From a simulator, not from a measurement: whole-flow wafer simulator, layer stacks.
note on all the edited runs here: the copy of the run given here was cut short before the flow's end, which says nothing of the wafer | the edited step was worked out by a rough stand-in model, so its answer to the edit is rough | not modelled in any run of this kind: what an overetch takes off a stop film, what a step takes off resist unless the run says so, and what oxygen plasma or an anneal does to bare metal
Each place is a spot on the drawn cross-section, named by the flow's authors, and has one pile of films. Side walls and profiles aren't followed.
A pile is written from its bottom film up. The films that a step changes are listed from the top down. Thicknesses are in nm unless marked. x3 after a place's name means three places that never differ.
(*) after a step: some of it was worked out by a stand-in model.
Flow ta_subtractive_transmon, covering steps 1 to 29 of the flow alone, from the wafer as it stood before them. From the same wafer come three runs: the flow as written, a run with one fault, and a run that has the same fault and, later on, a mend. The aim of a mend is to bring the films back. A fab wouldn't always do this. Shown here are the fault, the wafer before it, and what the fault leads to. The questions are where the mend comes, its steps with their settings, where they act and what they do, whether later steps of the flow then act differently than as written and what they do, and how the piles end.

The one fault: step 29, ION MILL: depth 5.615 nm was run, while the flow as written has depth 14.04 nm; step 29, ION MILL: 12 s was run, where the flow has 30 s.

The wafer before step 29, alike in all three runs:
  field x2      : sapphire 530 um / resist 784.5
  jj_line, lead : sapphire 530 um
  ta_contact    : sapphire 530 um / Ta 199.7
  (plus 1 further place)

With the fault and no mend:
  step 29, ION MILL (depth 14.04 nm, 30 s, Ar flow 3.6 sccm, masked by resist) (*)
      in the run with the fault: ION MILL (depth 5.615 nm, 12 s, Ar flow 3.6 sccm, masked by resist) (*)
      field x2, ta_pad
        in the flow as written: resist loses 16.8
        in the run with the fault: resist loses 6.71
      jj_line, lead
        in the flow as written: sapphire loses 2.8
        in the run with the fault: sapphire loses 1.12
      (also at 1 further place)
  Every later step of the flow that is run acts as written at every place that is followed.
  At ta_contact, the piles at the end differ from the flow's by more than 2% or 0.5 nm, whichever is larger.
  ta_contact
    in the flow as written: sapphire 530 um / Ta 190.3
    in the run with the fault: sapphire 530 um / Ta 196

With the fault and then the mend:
  The mend follows step 29.
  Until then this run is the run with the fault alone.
  step 29a, ION MILL (depth 8.422 nm, 18 s, Ar flow 3.6 sccm, masked by resist) (*) (a further turn of the flow's step 29, with different settings)
      field x2, ta_pad
        resist loses 10.1
      jj_line, lead
        sapphire loses 1.68
      ta_contact
        Ta loses 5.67
  Every later step of the flow that is run acts as written at every place that is followed.
  At every place that both follow, the piles at the end match the flow's.
